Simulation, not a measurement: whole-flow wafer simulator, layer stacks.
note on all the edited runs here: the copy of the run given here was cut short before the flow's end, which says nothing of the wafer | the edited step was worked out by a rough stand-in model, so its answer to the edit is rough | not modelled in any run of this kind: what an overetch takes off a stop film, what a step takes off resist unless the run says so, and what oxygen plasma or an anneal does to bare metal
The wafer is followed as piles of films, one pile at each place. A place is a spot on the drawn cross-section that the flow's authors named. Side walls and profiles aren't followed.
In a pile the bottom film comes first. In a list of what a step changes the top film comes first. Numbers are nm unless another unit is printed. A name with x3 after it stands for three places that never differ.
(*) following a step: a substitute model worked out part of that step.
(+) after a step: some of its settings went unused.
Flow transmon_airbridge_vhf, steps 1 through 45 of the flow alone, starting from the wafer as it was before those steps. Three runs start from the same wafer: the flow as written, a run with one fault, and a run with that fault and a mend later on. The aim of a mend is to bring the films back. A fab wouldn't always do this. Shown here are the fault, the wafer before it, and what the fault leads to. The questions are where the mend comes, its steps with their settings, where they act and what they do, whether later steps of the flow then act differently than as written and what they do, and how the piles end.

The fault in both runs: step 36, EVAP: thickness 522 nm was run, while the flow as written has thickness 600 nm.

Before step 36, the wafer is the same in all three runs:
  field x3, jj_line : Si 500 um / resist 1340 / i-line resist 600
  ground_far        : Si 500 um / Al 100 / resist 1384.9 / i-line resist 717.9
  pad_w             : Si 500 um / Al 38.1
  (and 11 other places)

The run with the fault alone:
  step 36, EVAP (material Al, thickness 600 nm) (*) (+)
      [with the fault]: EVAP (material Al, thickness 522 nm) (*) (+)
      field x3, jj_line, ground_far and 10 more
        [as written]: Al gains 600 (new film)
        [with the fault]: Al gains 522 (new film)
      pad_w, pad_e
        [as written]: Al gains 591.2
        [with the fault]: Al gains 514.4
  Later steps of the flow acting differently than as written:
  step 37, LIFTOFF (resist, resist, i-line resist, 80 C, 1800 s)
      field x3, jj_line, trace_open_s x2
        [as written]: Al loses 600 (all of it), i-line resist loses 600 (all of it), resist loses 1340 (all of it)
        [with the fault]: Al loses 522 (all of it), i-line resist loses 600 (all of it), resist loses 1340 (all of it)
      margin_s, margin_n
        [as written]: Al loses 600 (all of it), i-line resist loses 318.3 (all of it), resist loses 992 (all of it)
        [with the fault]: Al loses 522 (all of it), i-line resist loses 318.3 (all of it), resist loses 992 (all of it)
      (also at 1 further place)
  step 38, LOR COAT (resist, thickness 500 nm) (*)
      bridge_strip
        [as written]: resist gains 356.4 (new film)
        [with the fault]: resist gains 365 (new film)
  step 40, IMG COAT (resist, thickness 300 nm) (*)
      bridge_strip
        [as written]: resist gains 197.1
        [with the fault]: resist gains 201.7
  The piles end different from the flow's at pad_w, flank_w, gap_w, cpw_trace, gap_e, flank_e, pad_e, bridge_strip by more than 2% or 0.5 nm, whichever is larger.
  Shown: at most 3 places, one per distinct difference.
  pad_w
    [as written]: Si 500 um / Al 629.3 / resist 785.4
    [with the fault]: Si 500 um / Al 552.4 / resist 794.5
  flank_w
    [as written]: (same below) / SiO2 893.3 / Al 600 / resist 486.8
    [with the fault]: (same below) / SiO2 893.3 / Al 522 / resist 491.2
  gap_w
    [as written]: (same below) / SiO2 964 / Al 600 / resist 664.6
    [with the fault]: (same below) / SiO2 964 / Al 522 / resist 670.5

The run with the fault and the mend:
  The mend stands after step 36.
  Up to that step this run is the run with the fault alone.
  step 36a, EVAP (material Al, thickness 78 nm) (*) (+) (a further turn of the flow's step 36, with different settings)
      field x3, jj_line, ground_far and 10 more
        Al gains 78
      pad_w, pad_e
        Al gains 76.9
  Every later step of the flow that is run acts as written, at every place that is followed, to within 2% or 0.5 nm, whichever is larger.
  When the end is reached, the piles differ only a little from the flow's at the places that both follow, at most by 2% or 0.5 nm, whichever is larger.
